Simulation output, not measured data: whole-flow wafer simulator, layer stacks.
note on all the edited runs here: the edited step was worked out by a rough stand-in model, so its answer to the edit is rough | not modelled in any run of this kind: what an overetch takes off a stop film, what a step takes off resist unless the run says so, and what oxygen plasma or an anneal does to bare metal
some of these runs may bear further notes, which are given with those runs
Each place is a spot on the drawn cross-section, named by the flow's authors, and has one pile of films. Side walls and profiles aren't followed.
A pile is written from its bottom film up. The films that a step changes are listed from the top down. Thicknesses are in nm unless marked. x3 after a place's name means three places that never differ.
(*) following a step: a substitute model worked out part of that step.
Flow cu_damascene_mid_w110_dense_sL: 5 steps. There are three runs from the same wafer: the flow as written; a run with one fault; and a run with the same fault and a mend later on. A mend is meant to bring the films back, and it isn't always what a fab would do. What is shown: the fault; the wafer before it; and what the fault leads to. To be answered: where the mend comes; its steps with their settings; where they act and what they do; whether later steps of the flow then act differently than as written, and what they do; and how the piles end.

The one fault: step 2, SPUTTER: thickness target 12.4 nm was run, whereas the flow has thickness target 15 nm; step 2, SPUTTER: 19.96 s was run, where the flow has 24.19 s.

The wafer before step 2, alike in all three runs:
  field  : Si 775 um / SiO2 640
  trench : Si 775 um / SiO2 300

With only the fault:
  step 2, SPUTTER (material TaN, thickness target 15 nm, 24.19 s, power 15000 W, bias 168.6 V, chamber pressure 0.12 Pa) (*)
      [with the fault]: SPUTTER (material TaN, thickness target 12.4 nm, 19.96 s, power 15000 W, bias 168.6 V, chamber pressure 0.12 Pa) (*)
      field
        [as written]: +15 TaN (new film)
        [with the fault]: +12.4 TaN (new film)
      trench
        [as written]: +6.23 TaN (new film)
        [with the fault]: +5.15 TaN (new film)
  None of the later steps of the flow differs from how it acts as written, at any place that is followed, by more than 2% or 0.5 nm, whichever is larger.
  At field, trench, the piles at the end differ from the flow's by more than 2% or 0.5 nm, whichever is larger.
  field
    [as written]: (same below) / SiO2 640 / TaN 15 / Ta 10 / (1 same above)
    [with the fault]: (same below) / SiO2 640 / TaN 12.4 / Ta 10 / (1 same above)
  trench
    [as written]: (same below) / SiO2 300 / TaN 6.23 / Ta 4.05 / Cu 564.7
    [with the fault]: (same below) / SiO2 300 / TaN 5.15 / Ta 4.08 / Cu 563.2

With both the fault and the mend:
  The mend follows step 2.
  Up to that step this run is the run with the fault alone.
  step 2a, SPUTTER (material TaN, thickness target 2.6 nm, 4.193 s, power 15000 W, bias 168.6 V, chamber pressure 0.12 Pa) (*) (the flow's step 2 again, with other settings)
      field
        +2.6 TaN
      trench
        +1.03 TaN
  None of the later steps of the flow acts differently than as written at any place that is followed.
  The piles end only slightly different from the flow's at the places that both follow, by no more than 2% or 0.5 nm, whichever is larger.
